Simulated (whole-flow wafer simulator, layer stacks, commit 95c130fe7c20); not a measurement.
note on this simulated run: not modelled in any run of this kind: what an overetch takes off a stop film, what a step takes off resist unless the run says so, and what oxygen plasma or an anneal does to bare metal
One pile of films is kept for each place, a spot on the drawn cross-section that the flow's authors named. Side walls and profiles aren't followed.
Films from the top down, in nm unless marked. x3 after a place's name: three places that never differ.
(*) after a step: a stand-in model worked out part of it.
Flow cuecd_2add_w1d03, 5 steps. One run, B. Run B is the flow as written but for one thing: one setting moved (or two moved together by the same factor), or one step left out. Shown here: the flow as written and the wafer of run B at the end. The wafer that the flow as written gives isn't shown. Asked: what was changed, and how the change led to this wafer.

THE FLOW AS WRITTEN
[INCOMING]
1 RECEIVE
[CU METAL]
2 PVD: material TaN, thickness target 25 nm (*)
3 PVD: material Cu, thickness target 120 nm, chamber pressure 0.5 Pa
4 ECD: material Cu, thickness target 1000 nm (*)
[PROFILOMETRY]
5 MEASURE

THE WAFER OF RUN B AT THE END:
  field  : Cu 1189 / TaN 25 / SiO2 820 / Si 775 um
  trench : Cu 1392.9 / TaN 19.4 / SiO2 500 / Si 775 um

The cause: step 3, PVD: thickness target 189 nm was run, where the flow has thickness target 120 nm.

How the change led to this, step by step:
  3 PVD: material Cu, thickness target 120 nm, chamber pressure 0.5 Pa
      field: Cu +189 (new film) (as written it would be: Cu +120 (new film))
      trench: Cu +147 (new film) (as written it would be: Cu +93.4 (new film))
